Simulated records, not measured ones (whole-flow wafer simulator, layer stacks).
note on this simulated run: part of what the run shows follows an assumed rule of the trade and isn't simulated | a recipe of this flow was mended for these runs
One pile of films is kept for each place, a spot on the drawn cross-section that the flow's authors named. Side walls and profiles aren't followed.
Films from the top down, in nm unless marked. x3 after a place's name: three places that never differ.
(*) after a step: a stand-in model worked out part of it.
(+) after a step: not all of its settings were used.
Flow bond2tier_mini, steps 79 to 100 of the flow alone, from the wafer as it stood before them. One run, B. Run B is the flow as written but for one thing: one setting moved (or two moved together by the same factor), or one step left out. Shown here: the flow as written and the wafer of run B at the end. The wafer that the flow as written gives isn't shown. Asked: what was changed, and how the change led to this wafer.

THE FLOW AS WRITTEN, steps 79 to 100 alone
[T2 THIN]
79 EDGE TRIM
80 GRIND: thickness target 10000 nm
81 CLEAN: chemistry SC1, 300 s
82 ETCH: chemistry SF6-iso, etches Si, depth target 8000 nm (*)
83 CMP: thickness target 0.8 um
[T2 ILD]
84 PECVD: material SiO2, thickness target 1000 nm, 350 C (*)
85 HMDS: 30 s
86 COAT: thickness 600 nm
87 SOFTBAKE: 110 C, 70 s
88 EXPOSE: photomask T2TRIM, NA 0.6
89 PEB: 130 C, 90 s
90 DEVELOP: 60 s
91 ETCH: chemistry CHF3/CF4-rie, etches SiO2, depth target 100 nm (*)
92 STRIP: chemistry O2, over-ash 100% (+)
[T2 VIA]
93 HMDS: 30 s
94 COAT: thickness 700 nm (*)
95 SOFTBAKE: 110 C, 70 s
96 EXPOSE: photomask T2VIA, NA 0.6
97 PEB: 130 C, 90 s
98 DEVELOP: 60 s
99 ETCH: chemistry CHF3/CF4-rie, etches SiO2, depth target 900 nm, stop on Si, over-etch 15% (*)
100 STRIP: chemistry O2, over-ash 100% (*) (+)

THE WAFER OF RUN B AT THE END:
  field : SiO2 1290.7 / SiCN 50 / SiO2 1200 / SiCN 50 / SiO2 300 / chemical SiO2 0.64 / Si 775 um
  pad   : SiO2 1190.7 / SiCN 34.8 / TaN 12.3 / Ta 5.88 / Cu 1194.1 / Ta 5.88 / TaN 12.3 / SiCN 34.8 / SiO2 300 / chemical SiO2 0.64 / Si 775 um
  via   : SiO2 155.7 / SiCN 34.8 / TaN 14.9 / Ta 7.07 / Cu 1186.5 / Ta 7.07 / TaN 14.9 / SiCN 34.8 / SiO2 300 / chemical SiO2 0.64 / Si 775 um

The cause: step 80, GRIND: thickness target 7009 nm was run, where the flow has thickness target 10000 nm.

How the change led to this, step by step:
  80 GRIND: thickness target 10000 nm
      field, pad, via: Si -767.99 um (as written it would be: Si -765 um)
  82 ETCH: chemistry SF6-iso, etches Si, depth target 8000 nm (*)
      field, pad, via: chemical SiO2 -0.6 (all of it), Si -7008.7 (all of it), chemical SiO2 -0.64 (all of it), SiO2 -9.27 (as written it would be: chemical SiO2 -0.6 (all of it), Si -8000)
  83 CMP: thickness target 0.8 um
      field, pad, via: nothing (as written it would be: Si -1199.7)
  84 PECVD: material SiO2, thickness target 1000 nm, 350 C (*)
      field, pad, via: SiO2 +1000 (as written it would be: SiO2 +1000 (new film))
  99 ETCH: chemistry CHF3/CF4-rie, etches SiO2, depth target 900 nm, stop on Si, over-etch 15% (*)
      via: SiO2 -1035 (as written it would be: SiO2 -900 (all of it), Si -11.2)
